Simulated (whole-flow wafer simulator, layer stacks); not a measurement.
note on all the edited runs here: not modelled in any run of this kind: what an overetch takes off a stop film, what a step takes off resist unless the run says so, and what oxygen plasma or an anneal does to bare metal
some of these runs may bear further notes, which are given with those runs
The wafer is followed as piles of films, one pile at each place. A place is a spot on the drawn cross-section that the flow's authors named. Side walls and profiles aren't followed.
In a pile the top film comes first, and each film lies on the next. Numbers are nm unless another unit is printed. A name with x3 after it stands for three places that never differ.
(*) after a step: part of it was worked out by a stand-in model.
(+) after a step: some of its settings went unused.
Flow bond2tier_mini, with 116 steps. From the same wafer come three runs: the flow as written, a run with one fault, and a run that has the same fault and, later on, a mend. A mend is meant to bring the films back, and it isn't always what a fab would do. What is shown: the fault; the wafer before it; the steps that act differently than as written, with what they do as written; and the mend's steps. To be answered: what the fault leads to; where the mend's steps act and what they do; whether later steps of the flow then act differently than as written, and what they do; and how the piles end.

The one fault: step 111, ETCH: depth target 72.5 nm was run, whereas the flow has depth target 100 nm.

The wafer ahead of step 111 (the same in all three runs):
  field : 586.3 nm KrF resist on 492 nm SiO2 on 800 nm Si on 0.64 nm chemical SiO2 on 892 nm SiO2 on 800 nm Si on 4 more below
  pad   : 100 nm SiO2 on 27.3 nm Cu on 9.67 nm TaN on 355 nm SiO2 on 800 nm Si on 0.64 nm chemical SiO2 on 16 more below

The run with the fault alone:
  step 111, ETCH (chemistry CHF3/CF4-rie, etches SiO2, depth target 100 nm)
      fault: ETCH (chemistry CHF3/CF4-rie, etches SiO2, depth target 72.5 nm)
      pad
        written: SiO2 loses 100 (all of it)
        fault: SiO2 loses 72.5
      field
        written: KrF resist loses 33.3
        fault: KrF resist loses 24.2
  Steps later in the flow that act otherwise than as written (2 other steps are not shown; they differ only slightly, by no more than 2% or 0.5 nm, whichever is larger):
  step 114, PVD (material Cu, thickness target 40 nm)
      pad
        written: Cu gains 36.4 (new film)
        fault: Cu gains 37.4 (new film)
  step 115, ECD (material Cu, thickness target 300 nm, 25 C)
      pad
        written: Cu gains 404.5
        fault: Cu gains 375.8
  By the end, the piles at pad depart from the flow's by more than 2% or 0.5 nm, whichever is larger.
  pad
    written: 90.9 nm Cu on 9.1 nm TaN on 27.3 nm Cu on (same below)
    fault: 63.2 nm Cu on 9.35 nm TaN on 27.5 nm SiO2 on 27.3 nm Cu on (same below)

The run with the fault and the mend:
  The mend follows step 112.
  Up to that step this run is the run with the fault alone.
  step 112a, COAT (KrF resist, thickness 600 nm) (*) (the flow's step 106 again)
      field
        KrF resist gains 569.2 (new film)
      pad
        KrF resist gains 632.1 (new film)
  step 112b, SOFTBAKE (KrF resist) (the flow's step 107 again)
      does not change any film at any place that is followed
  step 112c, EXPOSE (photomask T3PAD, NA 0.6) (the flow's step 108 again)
      does not change any film at any place that is followed
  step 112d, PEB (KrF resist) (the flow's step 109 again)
      does not change any film at any place that is followed
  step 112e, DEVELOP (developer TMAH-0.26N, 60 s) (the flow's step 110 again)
      field
        KrF resist loses 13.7
      pad
        KrF resist loses 632.1 (all of it)
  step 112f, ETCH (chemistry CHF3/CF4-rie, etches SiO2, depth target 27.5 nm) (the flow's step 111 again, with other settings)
      field
        KrF resist loses 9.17
      pad
        SiO2 loses 27.5 (all of it)
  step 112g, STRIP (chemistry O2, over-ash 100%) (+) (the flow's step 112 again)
      field
        KrF resist loses 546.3 (all of it)
  None of the later steps of the flow acts differently than as written at any place that is followed.
  The piles end the same as the flow's at every place that both follow.
